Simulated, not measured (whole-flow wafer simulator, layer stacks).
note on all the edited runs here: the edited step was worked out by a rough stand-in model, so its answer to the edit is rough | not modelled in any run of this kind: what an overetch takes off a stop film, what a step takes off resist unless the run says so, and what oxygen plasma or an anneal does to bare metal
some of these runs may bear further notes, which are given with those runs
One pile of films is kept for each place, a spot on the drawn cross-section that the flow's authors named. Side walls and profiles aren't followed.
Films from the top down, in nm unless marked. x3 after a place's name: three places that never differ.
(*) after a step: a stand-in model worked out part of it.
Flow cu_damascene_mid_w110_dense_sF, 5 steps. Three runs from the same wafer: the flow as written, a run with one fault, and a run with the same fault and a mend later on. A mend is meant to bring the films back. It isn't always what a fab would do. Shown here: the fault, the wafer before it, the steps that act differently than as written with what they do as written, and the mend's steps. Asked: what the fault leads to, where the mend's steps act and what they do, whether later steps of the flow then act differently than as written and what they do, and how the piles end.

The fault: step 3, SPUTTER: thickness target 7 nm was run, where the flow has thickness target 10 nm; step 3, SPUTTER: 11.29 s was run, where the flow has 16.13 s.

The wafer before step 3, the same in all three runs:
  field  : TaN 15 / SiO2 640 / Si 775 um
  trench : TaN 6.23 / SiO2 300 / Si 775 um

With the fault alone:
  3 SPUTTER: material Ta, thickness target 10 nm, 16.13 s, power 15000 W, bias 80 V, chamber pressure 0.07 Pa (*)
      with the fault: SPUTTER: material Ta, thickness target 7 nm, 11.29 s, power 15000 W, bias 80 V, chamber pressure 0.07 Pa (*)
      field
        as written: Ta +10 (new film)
        with the fault: Ta +7 (new film)
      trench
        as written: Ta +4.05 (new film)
        with the fault: Ta +2.83 (new film)
  No later step of the flow acts differently than as written, at any place that is followed, by more than 2% or 0.5 nm, whichever is larger.
  At the end the piles differ from the flow's by more than 2% or 0.5 nm, whichever is larger, at field, trench.
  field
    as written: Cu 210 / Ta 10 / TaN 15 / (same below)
    with the fault: Cu 210 / Ta 7 / TaN 15 / (same below)
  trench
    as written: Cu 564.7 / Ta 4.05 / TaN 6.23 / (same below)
    with the fault: Cu 562.9 / Ta 2.83 / TaN 6.23 / (same below)

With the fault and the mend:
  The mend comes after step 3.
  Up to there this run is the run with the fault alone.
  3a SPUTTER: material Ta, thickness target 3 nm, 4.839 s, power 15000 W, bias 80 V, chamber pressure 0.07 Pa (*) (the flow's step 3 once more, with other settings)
      field
        Ta +3
      trench
        Ta +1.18
  No later step of the flow acts differently than as written, at any place that is followed, by more than 2% or 0.5 nm, whichever is larger.
  At the end the piles differ from the flow's only slightly at the places that both follow, by at most 2% or 0.5 nm, whichever is larger.
